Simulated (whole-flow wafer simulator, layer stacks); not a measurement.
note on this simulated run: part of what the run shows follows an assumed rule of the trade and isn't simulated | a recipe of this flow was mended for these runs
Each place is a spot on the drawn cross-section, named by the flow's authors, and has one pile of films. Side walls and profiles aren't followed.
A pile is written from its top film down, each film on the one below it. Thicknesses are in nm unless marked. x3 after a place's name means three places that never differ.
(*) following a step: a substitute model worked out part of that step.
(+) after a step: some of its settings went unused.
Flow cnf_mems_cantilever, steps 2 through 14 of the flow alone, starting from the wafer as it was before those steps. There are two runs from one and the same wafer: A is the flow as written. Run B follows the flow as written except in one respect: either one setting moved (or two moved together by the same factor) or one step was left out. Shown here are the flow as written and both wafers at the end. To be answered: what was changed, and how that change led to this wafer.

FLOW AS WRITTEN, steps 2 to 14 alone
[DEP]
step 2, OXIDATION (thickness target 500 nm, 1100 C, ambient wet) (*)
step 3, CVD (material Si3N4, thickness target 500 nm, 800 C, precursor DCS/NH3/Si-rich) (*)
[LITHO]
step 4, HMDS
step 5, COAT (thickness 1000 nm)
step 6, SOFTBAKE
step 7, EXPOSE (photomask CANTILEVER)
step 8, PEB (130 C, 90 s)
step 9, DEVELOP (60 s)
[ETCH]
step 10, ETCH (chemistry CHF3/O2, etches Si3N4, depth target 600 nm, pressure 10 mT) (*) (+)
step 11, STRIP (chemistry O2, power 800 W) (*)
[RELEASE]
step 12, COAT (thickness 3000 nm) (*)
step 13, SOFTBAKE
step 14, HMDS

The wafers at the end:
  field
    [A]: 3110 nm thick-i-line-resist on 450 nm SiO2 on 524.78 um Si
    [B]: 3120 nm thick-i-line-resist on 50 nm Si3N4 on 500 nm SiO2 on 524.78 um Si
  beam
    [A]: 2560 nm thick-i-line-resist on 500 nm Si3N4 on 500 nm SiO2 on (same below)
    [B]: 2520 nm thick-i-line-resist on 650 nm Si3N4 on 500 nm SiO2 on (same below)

Cause: step 3, CVD: thickness target 650 nm was run, whereas the flow has thickness target 500 nm.
One can read it off the wafer: beam has Si3N4 650, and step 3 as written asks for 500 nm.

The path from the change to this, step by step:
  step 3, CVD (material Si3N4, thickness target 500 nm, 800 C, precursor DCS/NH3/Si-rich) (*)
      field, beam: A Si3N4 gains 500 (new film) | B Si3N4 gains 650 (new film)
  step 10, ETCH (chemistry CHF3/O2, etches Si3N4, depth target 600 nm, pressure 10 mT) (*) (+)
      field: A Si3N4 loses 500 (all of it), SiO2 loses 50 | B Si3N4 loses 600
  step 13, SOFTBAKE
      field: A thick-i-line-resist gains 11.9 | B thick-i-line-resist gains 13.2
      beam: A thick-i-line-resist loses 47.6 | B thick-i-line-resist loses 52.8
